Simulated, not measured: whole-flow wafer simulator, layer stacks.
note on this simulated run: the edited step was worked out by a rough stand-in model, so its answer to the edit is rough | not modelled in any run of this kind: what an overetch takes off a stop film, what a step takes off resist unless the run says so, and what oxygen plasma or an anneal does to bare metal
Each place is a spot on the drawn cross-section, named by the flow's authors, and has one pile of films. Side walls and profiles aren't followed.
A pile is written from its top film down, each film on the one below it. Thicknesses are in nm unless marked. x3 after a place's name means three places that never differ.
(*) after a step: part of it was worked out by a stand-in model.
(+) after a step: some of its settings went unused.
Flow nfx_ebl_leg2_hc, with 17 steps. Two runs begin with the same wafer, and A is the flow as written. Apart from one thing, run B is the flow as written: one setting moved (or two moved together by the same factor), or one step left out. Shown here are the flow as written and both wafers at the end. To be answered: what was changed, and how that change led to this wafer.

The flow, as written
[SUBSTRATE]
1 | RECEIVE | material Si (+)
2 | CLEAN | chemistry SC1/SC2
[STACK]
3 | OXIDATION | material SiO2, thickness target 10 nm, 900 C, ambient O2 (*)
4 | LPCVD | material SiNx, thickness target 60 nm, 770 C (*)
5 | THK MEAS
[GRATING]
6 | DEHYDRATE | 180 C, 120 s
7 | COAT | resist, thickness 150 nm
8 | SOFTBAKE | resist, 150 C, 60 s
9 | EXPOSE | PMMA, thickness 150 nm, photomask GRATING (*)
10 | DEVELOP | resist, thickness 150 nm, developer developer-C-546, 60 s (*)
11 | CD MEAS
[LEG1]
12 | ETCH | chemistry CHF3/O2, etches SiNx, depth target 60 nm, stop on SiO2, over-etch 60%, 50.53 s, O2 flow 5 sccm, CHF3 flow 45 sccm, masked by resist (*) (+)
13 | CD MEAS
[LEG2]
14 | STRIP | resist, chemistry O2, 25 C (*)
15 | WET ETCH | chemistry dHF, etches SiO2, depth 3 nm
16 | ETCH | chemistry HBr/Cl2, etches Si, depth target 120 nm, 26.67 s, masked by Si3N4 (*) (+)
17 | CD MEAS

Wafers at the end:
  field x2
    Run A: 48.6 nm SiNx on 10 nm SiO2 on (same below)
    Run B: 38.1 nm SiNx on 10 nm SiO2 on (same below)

What caused this: step 4, LPCVD: thickness target 49.5 nm was run, whereas the flow has thickness target 60 nm.

Step by step, how the change led to this:
  4 | LPCVD | material SiNx, thickness target 60 nm, 770 C (*)
      field x2, pad x2: A SiNx gains 60 (new film) | B SiNx gains 49.5 (new film)
  12 | ETCH | chemistry CHF3/O2, etches SiNx, depth target 60 nm, stop on SiO2, over-etch 60%, 50.53 s, O2 flow 5 sccm, CHF3 flow 45 sccm, masked by resist (*) (+)
      pad x2: A SiNx loses 60 (all of it), SiO2 loses 10 (all of it) | B SiNx loses 49.5 (all of it), SiO2 loses 10 (all of it)
